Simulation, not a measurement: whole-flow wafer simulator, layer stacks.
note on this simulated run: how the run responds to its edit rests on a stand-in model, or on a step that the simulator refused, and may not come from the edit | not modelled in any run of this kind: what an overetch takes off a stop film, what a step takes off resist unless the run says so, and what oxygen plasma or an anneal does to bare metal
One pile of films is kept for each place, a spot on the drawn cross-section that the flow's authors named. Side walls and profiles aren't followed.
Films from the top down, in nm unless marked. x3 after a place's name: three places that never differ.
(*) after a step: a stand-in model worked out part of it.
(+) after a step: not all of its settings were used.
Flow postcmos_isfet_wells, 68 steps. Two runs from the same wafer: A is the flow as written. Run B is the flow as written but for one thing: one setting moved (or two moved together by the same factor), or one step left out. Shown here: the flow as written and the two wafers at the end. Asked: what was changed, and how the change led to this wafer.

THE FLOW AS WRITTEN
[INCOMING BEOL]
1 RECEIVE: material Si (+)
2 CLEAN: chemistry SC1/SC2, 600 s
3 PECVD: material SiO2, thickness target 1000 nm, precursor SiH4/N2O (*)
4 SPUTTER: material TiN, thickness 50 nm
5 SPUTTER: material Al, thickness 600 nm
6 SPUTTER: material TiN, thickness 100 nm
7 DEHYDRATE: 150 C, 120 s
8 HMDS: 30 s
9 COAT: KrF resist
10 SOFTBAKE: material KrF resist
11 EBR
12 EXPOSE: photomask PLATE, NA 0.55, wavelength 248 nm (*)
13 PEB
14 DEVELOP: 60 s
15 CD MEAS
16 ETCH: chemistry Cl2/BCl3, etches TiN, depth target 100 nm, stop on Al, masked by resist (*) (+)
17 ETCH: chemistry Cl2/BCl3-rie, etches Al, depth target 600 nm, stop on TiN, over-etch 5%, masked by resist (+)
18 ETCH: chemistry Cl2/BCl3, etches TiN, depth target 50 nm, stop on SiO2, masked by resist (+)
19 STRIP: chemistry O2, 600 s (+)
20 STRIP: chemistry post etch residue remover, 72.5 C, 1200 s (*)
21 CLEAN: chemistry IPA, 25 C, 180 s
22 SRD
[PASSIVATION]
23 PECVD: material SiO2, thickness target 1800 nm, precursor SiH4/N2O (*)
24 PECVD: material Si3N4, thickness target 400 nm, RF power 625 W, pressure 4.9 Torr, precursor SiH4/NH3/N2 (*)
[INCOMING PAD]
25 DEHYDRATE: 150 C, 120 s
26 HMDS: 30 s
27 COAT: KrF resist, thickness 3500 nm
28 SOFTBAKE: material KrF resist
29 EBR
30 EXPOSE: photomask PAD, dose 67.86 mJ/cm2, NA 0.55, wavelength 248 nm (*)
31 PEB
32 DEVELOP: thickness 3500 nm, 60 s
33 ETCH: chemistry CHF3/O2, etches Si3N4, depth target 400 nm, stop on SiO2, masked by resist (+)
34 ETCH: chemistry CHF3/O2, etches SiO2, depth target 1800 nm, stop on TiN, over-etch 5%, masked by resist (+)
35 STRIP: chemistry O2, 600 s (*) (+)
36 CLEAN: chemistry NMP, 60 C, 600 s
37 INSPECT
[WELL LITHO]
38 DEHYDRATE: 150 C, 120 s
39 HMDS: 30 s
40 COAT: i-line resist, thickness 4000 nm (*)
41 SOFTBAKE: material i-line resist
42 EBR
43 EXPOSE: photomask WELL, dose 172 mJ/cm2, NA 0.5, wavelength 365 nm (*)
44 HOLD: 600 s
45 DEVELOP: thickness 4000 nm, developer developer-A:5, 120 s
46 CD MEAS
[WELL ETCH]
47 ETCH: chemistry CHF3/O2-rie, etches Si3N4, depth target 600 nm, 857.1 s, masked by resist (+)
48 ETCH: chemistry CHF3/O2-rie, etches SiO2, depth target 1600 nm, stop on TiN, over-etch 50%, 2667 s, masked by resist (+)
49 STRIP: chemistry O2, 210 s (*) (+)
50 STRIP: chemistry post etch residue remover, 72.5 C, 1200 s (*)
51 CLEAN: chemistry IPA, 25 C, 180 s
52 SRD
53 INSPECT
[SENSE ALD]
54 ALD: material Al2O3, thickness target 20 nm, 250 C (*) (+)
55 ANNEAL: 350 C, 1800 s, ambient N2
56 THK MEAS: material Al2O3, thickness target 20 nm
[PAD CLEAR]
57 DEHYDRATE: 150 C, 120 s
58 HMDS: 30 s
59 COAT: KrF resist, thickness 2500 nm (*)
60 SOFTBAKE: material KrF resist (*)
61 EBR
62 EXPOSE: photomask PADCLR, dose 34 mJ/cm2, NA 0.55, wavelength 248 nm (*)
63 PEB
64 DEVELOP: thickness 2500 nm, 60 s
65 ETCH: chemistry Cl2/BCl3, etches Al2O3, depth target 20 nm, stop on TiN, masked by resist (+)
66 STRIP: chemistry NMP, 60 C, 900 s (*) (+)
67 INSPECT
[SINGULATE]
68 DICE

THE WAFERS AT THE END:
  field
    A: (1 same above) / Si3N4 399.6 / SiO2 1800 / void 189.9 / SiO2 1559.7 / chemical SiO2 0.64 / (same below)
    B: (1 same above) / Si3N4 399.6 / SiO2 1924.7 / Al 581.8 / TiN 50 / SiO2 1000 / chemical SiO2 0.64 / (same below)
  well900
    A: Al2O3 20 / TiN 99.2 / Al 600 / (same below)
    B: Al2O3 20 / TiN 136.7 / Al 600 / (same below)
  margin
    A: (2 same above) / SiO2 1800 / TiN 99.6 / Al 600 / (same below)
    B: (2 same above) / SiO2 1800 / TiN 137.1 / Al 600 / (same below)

The cause: step 6, SPUTTER: thickness 137.5 nm was run, where the flow has thickness 100 nm.

How the change led to this, step by step:
  6 SPUTTER: material TiN, thickness 100 nm
      field, margin, well900 and 6 more: A TiN +100 (new film) | B TiN +137.5 (new film)
  16 ETCH: chemistry Cl2/BCl3, etches TiN, depth target 100 nm, stop on Al, masked by resist (*) (+)
      field: A TiN -100 (all of it) | B TiN -100
  17 ETCH: chemistry Cl2/BCl3-rie, etches Al, depth target 600 nm, stop on TiN, over-etch 5%, masked by resist (+)
      field: A Al -600 (all of it) | B nothing
  18 ETCH: chemistry Cl2/BCl3, etches TiN, depth target 50 nm, stop on SiO2, masked by resist (+)
      field: A TiN -50 (all of it) | B TiN -37.5 (all of it), Al -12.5
  20 STRIP: chemistry post etch residue remover, 72.5 C, 1200 s (*)
      field: A nothing | B Al -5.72
  23 PECVD: material SiO2, thickness target 1800 nm, precursor SiH4/N2O (*)
      field: A SiO2 +1800 (new film), void +189.9 (new film), SiO2 +559.7 | B SiO2 +1924.7 (new film)
Counting metal films that touch as one body, field has 1 body; the flow as written gives 0 bodies.
